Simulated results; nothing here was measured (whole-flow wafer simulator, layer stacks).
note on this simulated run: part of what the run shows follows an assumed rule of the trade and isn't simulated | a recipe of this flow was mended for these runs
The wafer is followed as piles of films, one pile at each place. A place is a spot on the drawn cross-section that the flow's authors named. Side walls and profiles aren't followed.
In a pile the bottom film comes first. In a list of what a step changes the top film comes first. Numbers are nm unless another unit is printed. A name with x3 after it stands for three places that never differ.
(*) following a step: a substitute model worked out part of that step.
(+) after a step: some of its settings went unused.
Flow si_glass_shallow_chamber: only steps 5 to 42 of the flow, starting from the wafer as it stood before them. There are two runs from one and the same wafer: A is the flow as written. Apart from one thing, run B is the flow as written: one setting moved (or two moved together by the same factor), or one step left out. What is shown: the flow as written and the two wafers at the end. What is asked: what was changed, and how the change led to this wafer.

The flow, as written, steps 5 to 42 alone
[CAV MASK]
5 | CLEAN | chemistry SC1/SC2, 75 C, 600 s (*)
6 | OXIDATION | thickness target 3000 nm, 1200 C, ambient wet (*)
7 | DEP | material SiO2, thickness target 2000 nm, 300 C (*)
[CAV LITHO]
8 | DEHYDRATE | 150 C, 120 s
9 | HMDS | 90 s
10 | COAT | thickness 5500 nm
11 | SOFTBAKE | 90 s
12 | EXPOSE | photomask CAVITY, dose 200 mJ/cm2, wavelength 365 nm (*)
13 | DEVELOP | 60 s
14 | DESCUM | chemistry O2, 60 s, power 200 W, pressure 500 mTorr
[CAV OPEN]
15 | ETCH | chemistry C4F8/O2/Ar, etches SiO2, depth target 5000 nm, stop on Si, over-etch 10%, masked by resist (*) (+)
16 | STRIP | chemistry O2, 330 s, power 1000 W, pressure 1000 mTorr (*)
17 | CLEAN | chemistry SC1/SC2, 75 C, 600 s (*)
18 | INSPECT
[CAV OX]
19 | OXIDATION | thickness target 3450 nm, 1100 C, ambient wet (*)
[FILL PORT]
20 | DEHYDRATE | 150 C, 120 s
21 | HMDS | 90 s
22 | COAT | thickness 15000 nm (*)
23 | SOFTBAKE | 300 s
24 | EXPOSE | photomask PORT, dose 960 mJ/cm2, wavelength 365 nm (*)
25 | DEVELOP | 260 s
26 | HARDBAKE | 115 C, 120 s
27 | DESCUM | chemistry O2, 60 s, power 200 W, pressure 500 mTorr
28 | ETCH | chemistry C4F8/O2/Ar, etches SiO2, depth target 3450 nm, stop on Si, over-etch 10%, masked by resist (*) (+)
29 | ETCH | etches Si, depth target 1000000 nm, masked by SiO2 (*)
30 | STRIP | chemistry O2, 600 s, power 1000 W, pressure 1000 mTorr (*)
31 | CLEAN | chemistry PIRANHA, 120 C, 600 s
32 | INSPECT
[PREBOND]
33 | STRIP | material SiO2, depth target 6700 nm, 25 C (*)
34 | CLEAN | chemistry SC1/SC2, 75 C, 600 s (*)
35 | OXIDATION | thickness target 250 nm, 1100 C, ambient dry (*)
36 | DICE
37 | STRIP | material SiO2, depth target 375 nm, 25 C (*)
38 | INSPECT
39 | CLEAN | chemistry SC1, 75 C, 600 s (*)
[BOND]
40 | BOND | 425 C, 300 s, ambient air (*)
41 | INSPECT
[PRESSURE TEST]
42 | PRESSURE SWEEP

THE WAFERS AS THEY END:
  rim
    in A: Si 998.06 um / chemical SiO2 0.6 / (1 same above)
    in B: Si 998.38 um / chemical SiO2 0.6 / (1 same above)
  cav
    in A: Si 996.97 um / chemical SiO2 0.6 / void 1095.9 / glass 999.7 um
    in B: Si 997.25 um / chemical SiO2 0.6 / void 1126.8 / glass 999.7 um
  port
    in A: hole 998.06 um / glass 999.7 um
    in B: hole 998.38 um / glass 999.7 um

What caused this: step 6, OXIDATION: thickness target 2100 nm was run, though the flow has thickness target 3000 nm.

The path from the change to this, step by step:
  6 | OXIDATION | thickness target 3000 nm, 1200 C, ambient wet (*)
      rim, ramp, cav, port, septum, ring: A SiO2 gains 3000 (new film), chemical SiO2 loses 0.6 (all of it), Si loses 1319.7 | B SiO2 gains 2100 (new film), chemical SiO2 loses 0.6 (all of it), Si loses 923.7
  15 | ETCH | chemistry C4F8/O2/Ar, etches SiO2, depth target 5000 nm, stop on Si, over-etch 10%, masked by resist (*) (+)
      rim, ramp, septum, ring: A thick-i-line-resist loses 1100 | B thick-i-line-resist loses 902
      cav, port: A SiO2 loses 5000 (all of it), Si loses 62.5 | B SiO2 loses 4100 (all of it), Si loses 175
  16 | STRIP | chemistry O2, 330 s, power 1000 W, pressure 1000 mTorr (*)
      rim, ramp, septum, ring: A thick-i-line-resist loses 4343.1 (all of it) | B thick-i-line-resist loses 4541.1 (all of it)
  19 | OXIDATION | thickness target 3450 nm, 1100 C, ambient wet (*)
      rim, ramp, septum, ring: A SiO2 gains 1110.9, Si loses 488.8 | B SiO2 gains 1296.4, Si loses 570.4
  22 | COAT | thickness 15000 nm (*)
      rim: A thick-i-line-resist gains 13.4 um (new film) | B thick-i-line-resist gains 13.68 um (new film)
      ramp: A thick-i-line-resist gains 12.89 um (new film) | B thick-i-line-resist gains 13.27 um (new film)
      (also at 4 further places)
  23 | SOFTBAKE | 300 s
      rim: A thick-i-line-resist loses 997 | B thick-i-line-resist loses 805.9
      ramp: A thick-i-line-resist loses 487.1 | B thick-i-line-resist loses 387.6
      (also at 4 further places)
  25 | DEVELOP | 260 s
      port: A thick-i-line-resist loses 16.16 um (all of it) | B thick-i-line-resist loses 15.95 um (all of it)
  26 | HARDBAKE | 115 C, 120 s
      rim, ramp: A thick-i-line-resist loses 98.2 | B thick-i-line-resist loses 104
      cav: A thick-i-line-resist loses 147.1 | B thick-i-line-resist loses 144.1
  29 | ETCH | etches Si, depth target 1000000 nm, masked by SiO2 (*)
      rim, ramp: A thick-i-line-resist loses 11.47 um (all of it), SiO2 loses 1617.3 | B thick-i-line-resist loses 11.94 um (all of it), SiO2 loses 1368
      port: A hole gains 997.05 um (new film), Si loses 997.05 um (all of it) | B hole gains 997.33 um (new film), Si loses 997.33 um (all of it)
      (also at 2 further places)
  30 | STRIP | chemistry O2, 600 s, power 1000 W, pressure 1000 mTorr (*)
      cav: A thick-i-line-resist loses 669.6 (all of it) | B thick-i-line-resist loses 461.8 (all of it)
  33 | STRIP | material SiO2, depth target 6700 nm, 25 C (*)
      rim, ramp: A SiO2 loses 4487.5 (all of it) | B SiO2 loses 4022.3 (all of it)
      septum: A SiO2 loses 5732.1 (all of it) | B SiO2 loses 5039.4 (all of it)
      (also at 1 further place)
  40 | BOND | 425 C, 300 s, ambient air (*)
      cav: A glass gains 999.7 um (new film), void gains 1095.9 (new film) | B glass gains 999.7 um (new film), void gains 1126.8 (new film)
      port: A glass gains 999.7 um (new film), hole gains 1017.3 | B glass gains 999.7 um (new film), hole gains 1048.1
